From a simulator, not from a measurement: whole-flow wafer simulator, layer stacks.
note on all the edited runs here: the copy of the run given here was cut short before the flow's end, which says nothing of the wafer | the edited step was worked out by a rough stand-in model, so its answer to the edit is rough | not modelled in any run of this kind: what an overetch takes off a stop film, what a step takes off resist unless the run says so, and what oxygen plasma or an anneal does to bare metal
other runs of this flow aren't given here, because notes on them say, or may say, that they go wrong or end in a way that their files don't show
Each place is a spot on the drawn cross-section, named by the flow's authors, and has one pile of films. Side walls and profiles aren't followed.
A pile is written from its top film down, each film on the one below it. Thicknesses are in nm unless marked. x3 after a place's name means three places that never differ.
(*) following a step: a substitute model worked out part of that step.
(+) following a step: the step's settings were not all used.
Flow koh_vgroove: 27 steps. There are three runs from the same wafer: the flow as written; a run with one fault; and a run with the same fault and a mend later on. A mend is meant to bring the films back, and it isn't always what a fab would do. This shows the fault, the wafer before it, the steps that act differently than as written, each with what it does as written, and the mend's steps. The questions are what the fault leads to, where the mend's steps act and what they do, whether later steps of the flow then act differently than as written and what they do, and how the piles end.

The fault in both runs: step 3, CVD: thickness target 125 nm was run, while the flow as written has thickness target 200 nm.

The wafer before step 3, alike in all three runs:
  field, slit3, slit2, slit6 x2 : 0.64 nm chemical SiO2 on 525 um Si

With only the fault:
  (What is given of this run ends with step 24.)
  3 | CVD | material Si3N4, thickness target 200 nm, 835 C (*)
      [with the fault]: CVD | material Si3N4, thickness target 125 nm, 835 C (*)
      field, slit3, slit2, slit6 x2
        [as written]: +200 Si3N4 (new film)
        [with the fault]: +125 Si3N4 (new film)
  Steps further on in the flow that do not act as written:
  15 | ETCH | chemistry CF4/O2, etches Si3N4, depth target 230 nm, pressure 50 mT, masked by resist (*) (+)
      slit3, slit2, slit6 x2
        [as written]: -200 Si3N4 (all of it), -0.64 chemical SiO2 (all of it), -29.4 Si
        [with the fault]: -125 Si3N4 (all of it), -0.64 chemical SiO2 (all of it), -104.4 Si
  The piles after step 24 differ from the flow's at field by more than 2% or 0.5 nm, whichever is larger.
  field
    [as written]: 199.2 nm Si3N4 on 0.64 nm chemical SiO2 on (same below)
    [with the fault]: 124.2 nm Si3N4 on 0.64 nm chemical SiO2 on (same below)

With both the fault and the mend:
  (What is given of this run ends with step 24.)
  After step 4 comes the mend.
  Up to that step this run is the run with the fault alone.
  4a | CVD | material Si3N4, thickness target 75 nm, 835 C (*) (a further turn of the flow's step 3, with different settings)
      field, slit3, slit2, slit6 x2
        +75 Si3N4
  Later steps of the flow up to step 24 that are run all act as written at every place that is followed.
  At every place that both follow, the piles after step 24 match the flow's.
